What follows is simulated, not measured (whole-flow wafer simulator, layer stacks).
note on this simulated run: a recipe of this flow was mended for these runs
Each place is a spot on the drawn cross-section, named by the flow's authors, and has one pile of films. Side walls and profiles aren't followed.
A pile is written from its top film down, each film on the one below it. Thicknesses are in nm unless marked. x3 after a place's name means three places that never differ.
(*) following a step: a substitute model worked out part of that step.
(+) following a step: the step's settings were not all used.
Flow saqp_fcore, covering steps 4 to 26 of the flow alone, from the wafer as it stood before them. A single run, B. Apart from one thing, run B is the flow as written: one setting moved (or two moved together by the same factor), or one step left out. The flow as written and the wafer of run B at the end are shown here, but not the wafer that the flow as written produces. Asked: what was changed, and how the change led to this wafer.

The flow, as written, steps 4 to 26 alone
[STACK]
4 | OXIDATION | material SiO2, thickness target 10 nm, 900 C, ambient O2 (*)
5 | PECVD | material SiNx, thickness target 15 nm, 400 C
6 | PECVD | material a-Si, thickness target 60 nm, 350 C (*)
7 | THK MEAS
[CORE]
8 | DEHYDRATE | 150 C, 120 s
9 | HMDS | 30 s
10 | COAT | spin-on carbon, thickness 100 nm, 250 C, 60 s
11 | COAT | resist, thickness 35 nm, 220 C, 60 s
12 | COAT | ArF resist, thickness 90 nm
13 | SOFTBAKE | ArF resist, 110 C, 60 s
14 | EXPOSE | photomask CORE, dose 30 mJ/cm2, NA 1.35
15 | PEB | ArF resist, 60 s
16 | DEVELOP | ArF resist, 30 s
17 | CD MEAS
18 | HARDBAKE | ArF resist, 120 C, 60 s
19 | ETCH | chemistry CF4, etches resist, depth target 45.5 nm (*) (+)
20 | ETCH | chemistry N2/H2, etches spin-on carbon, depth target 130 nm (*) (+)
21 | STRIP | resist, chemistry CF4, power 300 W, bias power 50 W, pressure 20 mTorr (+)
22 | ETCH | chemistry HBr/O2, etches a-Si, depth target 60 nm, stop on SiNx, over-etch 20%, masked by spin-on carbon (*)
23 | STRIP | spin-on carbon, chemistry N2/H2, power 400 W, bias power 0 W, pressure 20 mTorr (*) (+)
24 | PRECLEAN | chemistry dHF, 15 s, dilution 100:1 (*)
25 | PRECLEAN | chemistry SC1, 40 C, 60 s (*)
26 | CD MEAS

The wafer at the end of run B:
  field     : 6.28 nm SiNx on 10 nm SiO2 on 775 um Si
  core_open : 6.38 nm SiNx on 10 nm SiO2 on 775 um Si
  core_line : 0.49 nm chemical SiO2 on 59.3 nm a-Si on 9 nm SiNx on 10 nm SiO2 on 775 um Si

The reason: step 5, PECVD: thickness target 9 nm was run, though the flow has thickness target 15 nm.
One can read it off the wafer: core_line has SiNx 9, and step 5 as written asks for 15 nm.

The path from the change to this, step by step:
  5 | PECVD | material SiNx, thickness target 15 nm, 400 C
      field, core_open, core_line: +9 SiNx (new film) (it would be, as written: +15 SiNx (new film))
